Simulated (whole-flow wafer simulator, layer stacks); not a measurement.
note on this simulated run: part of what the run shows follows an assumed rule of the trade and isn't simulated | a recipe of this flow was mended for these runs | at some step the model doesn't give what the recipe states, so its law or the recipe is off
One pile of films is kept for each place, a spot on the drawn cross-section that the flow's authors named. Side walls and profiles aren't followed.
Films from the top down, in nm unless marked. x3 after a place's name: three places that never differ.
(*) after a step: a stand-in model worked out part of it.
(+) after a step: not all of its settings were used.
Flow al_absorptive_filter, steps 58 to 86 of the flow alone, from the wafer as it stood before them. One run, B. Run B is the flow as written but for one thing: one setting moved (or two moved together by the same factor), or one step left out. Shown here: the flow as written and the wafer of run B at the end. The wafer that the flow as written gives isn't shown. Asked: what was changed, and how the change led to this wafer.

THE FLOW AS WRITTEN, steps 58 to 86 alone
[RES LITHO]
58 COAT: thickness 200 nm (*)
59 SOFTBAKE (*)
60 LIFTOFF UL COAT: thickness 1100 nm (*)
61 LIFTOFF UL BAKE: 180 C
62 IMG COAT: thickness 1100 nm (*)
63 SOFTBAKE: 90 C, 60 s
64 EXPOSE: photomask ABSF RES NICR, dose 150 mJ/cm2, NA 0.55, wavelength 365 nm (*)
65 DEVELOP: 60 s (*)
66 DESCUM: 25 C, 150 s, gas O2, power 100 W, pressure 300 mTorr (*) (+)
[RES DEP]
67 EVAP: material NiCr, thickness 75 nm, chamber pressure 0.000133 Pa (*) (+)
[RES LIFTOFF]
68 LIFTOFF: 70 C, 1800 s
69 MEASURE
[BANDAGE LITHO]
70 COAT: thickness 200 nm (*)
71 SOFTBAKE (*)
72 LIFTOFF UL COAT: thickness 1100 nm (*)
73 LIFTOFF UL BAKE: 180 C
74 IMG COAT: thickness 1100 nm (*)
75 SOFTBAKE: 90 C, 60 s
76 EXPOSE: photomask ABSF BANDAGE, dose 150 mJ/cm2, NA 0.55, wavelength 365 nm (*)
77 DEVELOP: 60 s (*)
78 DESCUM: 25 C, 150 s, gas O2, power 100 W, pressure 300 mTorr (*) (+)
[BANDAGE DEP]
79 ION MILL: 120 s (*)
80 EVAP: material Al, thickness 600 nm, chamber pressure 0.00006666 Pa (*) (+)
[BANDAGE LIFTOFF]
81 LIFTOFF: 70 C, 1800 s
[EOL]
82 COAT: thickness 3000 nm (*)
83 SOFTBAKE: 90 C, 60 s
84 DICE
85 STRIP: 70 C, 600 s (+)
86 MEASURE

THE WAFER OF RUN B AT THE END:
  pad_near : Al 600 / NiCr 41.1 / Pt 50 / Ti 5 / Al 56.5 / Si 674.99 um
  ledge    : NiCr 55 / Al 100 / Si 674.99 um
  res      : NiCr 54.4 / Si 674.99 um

The cause: step 67, EVAP: thickness 55 nm was run, where the flow has thickness 75 nm.
It can be read off the wafer: ledge has NiCr 55, and step 67 as written asks for 75 nm.

How the change led to this, step by step:
  67 EVAP: material NiCr, thickness 75 nm, chamber pressure 0.000133 Pa (*) (+)
      gnd, pad_far, ledge and 9 more: NiCr +55 (new film) (as written it would be: NiCr +75 (new film))
      pad_near, res: NiCr +54.4 (new film) (as written it would be: NiCr +74.2 (new film))
  68 LIFTOFF: 70 C, 1800 s
      xa_field, xl_land, idc_field: NiCr -55 (all of it), i-line-resist -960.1 (all of it), lift-off-underlayer -1100 (all of it), acrylic-e-beam-resist -200 (all of it) (as written it would be: NiCr -75 (all of it), i-line-resist -960.1 (all of it), lift-off-underlayer -1100 (all of it), acrylic-e-beam-resist -200 (all of it))
      gnd: NiCr -55 (all of it), i-line-resist -959.5 (all of it), lift-off-underlayer -1100.9 (all of it), acrylic-e-beam-resist -200.6 (all of it) (as written it would be: NiCr -75 (all of it), i-line-resist -959.5 (all of it), lift-off-underlayer -1100.9 (all of it), acrylic-e-beam-resist -200.6 (all of it))
      (and at 7 more places)
  83 SOFTBAKE: 90 C, 60 s
      gnd: i-line-resist +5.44 (as written it would be: i-line-resist +6.13)
      pad_near: i-line-resist -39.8 (as written it would be: i-line-resist -41.1)
      (and at 2 more places)
